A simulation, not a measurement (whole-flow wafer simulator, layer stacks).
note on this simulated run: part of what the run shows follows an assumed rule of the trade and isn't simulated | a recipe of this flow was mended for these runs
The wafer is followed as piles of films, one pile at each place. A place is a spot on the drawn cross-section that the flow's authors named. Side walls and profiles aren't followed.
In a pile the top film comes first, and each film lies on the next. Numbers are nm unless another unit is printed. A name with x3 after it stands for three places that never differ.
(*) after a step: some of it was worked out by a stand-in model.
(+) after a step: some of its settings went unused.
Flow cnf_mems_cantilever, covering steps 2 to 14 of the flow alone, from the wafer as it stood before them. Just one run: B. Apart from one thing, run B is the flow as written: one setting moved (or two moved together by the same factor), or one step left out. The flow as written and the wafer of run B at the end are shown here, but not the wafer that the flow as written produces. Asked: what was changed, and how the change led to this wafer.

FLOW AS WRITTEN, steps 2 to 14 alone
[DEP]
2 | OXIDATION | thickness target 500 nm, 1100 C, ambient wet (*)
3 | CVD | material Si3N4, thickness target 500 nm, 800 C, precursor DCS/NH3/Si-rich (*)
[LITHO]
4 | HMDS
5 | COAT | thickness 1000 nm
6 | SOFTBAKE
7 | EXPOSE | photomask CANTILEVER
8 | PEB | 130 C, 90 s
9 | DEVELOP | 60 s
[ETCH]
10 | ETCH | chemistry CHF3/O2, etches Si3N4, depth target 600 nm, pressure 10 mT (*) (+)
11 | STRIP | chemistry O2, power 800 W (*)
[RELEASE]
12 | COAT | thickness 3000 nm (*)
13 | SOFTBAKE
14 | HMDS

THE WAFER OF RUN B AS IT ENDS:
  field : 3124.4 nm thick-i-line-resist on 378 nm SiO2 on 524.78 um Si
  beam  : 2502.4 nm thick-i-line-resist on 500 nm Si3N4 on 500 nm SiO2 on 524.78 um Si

The reason: step 10, ETCH: depth target 744 nm was run, while the flow as written has depth target 600 nm.

The path from the change to this, step by step:
  10 | ETCH | chemistry CHF3/O2, etches Si3N4, depth target 600 nm, pressure 10 mT (*) (+)
      field: -500 Si3N4 (all of it), -122 SiO2 (it would be, as written: -500 Si3N4 (all of it), -50 SiO2)
      beam: -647 KrF-resist (it would be, as written: -521.7 KrF-resist)
  11 | STRIP | chemistry O2, power 800 W (*)
      beam: -335.7 KrF-resist (all of it) (it would be, as written: -460.9 KrF-resist (all of it))
  13 | SOFTBAKE
      field: +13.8 thick-i-line-resist (it would be, as written: +11.9 thick-i-line-resist)
      beam: -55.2 thick-i-line-resist (it would be, as written: -47.6 thick-i-line-resist)
